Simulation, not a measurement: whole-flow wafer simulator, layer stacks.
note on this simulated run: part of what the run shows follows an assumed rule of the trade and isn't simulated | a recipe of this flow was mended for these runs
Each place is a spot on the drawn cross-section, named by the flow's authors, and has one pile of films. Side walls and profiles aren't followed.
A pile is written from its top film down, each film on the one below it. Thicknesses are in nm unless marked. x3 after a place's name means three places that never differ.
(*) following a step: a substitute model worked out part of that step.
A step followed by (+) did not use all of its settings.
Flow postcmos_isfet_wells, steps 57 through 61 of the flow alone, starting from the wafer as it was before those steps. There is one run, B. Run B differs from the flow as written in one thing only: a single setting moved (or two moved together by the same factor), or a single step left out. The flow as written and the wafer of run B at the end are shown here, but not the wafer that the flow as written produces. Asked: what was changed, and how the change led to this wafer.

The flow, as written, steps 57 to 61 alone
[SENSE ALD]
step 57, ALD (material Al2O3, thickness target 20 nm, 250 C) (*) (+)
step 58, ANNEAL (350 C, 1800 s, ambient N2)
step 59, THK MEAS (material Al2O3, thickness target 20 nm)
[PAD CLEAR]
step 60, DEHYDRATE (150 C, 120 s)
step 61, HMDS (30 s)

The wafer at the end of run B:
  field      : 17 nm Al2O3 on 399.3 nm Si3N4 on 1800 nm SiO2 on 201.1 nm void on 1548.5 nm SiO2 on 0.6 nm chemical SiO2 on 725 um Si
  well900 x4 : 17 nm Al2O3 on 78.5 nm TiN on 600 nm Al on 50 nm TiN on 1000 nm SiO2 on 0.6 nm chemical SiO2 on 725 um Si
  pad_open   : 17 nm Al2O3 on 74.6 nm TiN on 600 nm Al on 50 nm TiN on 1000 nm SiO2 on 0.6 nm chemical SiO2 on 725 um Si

Cause: step 57, ALD: thickness target 16.98 nm was run, though the flow has thickness target 20 nm.
The wafer lets one read it off: field has Al2O3 17, and step 57 as written asks for 20 nm.

The path from the change to this, step by step:
  step 57, ALD (material Al2O3, thickness target 20 nm, 250 C) (*) (+)
      field, margin x3, well900 x4, pad_open: +17 Al2O3 (new film) (in the flow as written it would be: +20 Al2O3 (new film))
